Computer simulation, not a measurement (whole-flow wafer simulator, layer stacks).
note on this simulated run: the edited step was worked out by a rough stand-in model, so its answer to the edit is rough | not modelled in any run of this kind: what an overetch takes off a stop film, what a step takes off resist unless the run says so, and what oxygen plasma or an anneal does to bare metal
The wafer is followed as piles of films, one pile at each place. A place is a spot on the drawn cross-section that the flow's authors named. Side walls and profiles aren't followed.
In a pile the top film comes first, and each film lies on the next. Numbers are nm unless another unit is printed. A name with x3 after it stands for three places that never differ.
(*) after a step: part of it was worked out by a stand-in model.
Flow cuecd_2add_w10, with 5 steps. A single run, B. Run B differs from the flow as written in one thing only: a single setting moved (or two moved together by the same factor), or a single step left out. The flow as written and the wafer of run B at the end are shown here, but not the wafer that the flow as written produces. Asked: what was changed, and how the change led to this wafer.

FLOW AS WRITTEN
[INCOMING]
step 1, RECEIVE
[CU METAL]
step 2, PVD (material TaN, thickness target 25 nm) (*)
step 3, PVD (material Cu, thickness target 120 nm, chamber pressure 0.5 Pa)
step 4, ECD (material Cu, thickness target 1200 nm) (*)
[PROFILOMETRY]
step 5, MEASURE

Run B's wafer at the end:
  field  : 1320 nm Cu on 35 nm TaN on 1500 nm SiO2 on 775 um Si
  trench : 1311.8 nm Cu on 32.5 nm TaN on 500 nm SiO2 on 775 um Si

What caused this: step 2, PVD: thickness target 35 nm was run, whereas the flow has thickness target 25 nm.
The wafer lets one read it off: field has TaN 35, and step 2 as written asks for 25 nm.

How this came from the change, step by step:
  step 2, PVD (material TaN, thickness target 25 nm) (*)
      field: +35 TaN (new film) (it would be, as written: +25 TaN (new film))
      trench: +32.5 TaN (new film) (it would be, as written: +23.2 TaN (new film))
